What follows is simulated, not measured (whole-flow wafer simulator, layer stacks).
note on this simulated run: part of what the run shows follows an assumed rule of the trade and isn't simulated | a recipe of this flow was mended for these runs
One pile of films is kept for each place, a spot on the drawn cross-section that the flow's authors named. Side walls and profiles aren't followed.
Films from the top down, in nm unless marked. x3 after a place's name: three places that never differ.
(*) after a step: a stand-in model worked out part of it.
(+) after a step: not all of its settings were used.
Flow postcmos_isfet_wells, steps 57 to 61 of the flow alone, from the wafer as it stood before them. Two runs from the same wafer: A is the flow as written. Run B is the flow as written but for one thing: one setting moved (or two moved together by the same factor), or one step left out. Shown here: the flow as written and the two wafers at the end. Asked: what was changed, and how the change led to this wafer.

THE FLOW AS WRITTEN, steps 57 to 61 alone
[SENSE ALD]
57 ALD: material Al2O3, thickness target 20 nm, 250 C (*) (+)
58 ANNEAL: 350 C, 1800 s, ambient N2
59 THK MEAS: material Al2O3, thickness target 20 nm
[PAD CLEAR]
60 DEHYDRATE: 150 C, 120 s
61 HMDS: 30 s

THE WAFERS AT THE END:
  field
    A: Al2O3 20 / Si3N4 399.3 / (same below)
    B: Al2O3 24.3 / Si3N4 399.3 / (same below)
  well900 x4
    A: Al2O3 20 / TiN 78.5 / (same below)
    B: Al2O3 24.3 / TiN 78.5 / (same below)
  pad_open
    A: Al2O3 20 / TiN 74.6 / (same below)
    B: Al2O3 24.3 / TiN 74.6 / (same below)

The cause: step 57, ALD: thickness target 24.3 nm was run, where the flow has thickness target 20 nm.
It can be read off the wafer: field has Al2O3 24.3, and step 57 as written asks for 20 nm.

How the change led to this, step by step:
  57 ALD: material Al2O3, thickness target 20 nm, 250 C (*) (+)
      field, margin x3, well900 x4, pad_open: A Al2O3 +20 (new film) | B Al2O3 +24.3 (new film)
